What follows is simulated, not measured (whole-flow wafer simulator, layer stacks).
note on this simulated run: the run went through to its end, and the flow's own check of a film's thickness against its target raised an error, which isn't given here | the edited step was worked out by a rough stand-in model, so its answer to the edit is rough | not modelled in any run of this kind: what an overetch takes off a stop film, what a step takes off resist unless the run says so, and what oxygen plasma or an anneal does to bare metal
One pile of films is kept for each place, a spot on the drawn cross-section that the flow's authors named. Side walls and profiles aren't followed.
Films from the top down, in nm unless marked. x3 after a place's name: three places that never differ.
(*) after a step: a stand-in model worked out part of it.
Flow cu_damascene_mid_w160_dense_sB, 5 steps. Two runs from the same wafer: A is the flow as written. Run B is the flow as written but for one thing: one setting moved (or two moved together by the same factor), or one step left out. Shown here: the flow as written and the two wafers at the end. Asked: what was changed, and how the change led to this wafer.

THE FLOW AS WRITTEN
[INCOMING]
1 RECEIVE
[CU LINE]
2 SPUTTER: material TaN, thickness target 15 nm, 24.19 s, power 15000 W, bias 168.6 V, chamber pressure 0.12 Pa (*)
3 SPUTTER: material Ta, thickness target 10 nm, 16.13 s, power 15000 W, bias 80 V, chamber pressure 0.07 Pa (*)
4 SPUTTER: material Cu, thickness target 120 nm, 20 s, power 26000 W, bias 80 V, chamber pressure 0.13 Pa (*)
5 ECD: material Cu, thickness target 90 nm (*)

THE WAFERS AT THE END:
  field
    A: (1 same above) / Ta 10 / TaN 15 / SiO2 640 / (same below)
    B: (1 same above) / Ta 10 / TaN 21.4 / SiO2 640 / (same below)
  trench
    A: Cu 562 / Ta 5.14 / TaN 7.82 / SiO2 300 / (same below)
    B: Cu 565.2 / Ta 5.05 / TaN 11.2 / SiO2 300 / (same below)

The cause: step 2, SPUTTER: thickness target 21.4 nm was run, where the flow has thickness target 15 nm; step 2, SPUTTER: 34.47 s was run, where the flow has 24.19 s.
It can be read off the wafer: field has TaN 21.4, and step 2 as written asks for 15 nm.

How the change led to this, step by step:
  2 SPUTTER: material TaN, thickness target 15 nm, 24.19 s, power 15000 W, bias 168.6 V, chamber pressure 0.12 Pa (*)
      field: A TaN +15 (new film) | B TaN +21.4 (new film)
      trench: A TaN +7.82 (new film) | B TaN +11.2 (new film)
